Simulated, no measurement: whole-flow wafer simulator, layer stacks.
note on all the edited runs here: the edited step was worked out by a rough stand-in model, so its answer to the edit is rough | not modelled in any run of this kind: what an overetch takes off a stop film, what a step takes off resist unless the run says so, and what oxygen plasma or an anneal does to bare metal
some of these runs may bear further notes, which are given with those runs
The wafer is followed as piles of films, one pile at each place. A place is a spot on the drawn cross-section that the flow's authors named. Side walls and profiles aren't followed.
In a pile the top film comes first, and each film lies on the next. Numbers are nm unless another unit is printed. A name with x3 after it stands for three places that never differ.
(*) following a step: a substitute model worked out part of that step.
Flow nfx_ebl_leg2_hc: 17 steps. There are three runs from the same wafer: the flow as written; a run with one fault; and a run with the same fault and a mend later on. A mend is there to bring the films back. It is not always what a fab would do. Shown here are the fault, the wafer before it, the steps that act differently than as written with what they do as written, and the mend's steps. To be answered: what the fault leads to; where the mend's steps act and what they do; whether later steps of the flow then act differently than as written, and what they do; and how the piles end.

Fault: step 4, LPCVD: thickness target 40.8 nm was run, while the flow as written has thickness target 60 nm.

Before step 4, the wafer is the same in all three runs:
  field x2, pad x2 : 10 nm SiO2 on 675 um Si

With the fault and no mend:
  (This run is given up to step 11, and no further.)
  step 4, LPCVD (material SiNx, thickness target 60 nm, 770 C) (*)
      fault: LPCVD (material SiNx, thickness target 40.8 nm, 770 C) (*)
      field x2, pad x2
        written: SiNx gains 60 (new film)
        fault: SiNx gains 40.8 (new film)
  None of the later steps of the flow up to step 11 acts differently than as written at any place that is followed.
  After step 11, at field x2, pad x2, the piles differ from the flow's by more than 2% or 0.5 nm, whichever is larger.
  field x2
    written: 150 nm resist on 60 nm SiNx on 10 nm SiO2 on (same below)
    fault: 150 nm resist on 40.8 nm SiNx on 10 nm SiO2 on (same below)
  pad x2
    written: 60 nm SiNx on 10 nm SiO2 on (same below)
    fault: 40.8 nm SiNx on 10 nm SiO2 on (same below)

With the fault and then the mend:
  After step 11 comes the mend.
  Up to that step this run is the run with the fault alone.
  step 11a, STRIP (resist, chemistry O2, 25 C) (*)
      field x2
        resist loses 150 (all of it)
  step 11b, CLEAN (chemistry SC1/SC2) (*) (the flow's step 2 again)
      alters no film at any place that is followed
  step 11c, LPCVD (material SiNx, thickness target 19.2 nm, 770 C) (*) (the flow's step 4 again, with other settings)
      field x2, pad x2
        SiNx gains 19.2
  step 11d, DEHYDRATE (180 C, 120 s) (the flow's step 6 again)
      alters no film at any place that is followed
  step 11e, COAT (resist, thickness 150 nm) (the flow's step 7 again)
      field x2, pad x2
        resist gains 150 (new film)
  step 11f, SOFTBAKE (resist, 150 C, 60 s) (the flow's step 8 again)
      alters no film at any place that is followed
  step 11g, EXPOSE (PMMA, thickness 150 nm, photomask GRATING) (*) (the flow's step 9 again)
      alters no film at any place that is followed
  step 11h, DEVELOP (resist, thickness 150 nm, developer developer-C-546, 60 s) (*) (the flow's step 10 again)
      pad x2
        resist loses 150 (all of it)
  None of the later steps of the flow acts differently than as written at any place that is followed.
  By the end, the piles equal the flow's at every place that both follow.
